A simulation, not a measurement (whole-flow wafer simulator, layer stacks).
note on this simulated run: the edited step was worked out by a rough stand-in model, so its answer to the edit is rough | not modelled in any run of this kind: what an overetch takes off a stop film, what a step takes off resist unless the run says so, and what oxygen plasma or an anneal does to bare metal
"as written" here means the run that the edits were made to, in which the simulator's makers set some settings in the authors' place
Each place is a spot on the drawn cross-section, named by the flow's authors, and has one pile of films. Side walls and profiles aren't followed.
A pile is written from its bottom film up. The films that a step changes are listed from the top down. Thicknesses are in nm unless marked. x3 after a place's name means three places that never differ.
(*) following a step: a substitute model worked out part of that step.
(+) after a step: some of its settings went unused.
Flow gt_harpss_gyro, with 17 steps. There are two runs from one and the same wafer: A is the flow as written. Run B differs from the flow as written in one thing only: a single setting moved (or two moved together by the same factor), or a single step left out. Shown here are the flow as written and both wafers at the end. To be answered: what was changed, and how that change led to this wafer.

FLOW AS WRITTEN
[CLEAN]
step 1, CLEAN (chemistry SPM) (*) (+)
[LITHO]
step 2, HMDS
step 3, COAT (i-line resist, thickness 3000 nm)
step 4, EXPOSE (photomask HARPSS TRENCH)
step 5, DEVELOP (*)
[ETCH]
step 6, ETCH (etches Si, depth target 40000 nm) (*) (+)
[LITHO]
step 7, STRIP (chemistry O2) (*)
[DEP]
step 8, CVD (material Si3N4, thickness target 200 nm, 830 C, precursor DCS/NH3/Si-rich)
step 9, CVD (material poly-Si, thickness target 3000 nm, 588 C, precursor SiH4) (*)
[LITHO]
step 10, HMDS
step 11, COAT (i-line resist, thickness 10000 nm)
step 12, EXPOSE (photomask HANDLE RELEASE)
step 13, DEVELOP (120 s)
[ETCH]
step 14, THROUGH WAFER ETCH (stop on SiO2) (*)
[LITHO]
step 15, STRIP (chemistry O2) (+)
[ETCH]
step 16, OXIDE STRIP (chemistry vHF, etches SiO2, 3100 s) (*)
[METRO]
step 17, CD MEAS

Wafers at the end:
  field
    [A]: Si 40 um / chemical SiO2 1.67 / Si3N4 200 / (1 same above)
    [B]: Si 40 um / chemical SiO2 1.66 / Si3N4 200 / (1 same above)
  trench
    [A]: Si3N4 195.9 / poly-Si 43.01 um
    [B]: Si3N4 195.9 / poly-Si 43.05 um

What caused this: step 6, ETCH: depth target 46440 nm was run, whereas the flow has depth target 40000 nm.

The path from the change to this, step by step:
  step 6, ETCH (etches Si, depth target 40000 nm) (*) (+)
      trench: A chemical SiO2 loses 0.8 (all of it), Si loses 40 um (all of it) | B chemical SiO2 loses 0.8 (all of it), Si loses 40 um (all of it), SiO2 loses 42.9
      field: A i-line resist loses 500 | B i-line resist loses 580.5
  step 7, STRIP (chemistry O2) (*)
      field: A i-line resist loses 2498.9 (all of it), chemical SiO2 gains 0.87, Si loses 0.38 | B i-line resist loses 2418.5 (all of it), chemical SiO2 gains 0.86, Si loses 0.38
  step 9, CVD (material poly-Si, thickness target 3000 nm, 588 C, precursor SiH4) (*)
      trench: A poly-Si gains 43.01 um (new film) | B poly-Si gains 43.05 um (new film)
  step 16, OXIDE STRIP (chemistry vHF, etches SiO2, 3100 s) (*)
      trench: A under 2 films: SiO2 loses 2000 (all of it) | B under 2 films: SiO2 loses 1957.1 (all of it)
